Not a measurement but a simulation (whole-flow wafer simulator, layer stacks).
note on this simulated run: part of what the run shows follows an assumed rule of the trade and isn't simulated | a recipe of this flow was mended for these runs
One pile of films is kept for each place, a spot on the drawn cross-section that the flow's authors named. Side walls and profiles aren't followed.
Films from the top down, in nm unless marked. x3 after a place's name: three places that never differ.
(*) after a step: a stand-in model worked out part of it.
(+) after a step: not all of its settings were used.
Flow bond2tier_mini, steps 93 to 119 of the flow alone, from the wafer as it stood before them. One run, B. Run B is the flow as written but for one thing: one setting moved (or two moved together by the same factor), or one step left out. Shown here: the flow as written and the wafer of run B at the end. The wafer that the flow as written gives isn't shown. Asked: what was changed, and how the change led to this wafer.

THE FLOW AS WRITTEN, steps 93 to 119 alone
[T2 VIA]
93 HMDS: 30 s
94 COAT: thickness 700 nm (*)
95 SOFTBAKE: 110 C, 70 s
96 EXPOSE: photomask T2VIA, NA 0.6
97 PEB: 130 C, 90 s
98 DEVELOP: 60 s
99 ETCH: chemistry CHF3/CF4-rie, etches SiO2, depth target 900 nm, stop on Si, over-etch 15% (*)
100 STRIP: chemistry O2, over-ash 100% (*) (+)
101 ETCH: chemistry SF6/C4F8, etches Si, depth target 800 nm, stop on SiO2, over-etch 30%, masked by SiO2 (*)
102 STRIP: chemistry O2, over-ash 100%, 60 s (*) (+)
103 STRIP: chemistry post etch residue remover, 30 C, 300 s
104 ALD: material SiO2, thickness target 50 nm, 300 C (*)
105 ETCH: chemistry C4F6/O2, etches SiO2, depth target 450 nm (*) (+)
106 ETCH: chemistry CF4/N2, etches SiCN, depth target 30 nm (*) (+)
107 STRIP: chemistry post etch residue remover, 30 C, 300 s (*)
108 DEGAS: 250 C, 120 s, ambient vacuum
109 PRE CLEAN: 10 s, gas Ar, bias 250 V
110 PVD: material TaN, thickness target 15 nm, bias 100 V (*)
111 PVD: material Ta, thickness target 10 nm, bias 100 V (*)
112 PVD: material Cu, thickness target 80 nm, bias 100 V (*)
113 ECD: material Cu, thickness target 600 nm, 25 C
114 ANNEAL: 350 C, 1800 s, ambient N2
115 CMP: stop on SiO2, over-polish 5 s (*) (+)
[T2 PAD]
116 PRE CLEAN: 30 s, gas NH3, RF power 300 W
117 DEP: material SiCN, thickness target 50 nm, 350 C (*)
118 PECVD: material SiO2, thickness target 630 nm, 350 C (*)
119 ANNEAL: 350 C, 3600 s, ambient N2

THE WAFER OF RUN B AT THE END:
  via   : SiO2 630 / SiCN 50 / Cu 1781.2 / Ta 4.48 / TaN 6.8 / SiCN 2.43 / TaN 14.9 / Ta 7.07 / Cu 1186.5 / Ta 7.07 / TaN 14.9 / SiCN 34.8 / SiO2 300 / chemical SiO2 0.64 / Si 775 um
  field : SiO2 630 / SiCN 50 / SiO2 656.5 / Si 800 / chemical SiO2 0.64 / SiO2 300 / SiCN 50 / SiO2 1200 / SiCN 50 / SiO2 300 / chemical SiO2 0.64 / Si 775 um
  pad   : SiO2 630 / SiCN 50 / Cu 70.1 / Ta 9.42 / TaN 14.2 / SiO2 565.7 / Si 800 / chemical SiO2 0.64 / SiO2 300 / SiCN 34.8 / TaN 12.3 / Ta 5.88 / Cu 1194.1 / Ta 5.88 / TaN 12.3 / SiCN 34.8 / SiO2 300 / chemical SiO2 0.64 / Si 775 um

The cause: step 105, ETCH: depth target 351 nm was run, where the flow has depth target 450 nm.

How the change led to this, step by step:
  105 ETCH: chemistry C4F6/O2, etches SiO2, depth target 450 nm (*) (+)
      field, pad: SiO2 -351 (as written it would be: SiO2 -450)
      via: SiO2 -348.1 (all of it), SiCN -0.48 (as written it would be: SiO2 -348.1 (all of it), SiCN -17.2)
  106 ETCH: chemistry CF4/N2, etches SiCN, depth target 30 nm (*) (+)
      via: SiCN -30 (as written it would be: SiCN -17.6 (all of it), TaN -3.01)
  109 PRE CLEAN: 10 s, gas Ar, bias 250 V
      via: SiCN -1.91 (as written it would be: TaN -3.19)
  110 PVD: material TaN, thickness target 15 nm, bias 100 V (*)
      via: TaN +6.8 (new film) (as written it would be: TaN +6.94)
  112 PVD: material Cu, thickness target 80 nm, bias 100 V (*)
      via: Cu +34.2 (new film) (as written it would be: Cu +35 (new film))
  113 ECD: material Cu, thickness target 600 nm, 25 C
      via: Cu +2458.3 (as written it would be: Cu +2367)
Counting metal films that touch as one body, via has 2 bodies (between them, from the top down: SiCN 2.43); the flow as written gives 1 body.
